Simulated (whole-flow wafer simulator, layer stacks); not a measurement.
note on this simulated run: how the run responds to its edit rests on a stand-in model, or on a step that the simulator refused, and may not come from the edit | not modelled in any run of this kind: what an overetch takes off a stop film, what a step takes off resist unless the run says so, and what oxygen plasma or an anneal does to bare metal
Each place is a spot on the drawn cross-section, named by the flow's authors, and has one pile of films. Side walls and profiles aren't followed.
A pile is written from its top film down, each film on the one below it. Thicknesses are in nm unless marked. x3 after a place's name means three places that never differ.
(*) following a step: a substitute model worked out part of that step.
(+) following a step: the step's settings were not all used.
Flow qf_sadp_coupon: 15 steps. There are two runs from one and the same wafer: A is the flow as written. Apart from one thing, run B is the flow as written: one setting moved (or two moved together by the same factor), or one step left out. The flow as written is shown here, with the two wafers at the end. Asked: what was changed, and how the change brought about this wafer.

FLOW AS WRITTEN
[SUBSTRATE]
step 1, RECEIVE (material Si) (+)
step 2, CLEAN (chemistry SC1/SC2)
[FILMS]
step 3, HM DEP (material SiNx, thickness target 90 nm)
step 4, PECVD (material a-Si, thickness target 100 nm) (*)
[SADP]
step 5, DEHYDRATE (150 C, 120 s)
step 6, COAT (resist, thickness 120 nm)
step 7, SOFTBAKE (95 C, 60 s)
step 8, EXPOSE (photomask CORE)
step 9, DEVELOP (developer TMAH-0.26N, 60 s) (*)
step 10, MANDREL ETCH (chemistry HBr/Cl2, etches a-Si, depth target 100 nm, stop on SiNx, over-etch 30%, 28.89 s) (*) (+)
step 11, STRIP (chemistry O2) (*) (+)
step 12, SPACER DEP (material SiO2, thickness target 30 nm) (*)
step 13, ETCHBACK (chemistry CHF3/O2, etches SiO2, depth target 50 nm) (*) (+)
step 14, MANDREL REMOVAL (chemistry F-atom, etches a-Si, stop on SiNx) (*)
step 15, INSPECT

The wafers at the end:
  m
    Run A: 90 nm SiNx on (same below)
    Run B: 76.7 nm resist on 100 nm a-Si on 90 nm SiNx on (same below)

Cause: step 11, STRIP: chemistry O2 (*) (+), was skipped.

The path from the change to this, step by step:
  step 13, ETCHBACK (chemistry CHF3/O2, etches SiO2, depth target 50 nm) (*) (+)
      m: A -30 SiO2 (all of it), -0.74 chemical SiO2 (all of it), -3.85 a-Si | B -30 SiO2 (all of it)
  step 14, MANDREL REMOVAL (chemistry F-atom, etches a-Si, stop on SiNx) (*)
      m: A -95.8 a-Si (all of it) | B nothing
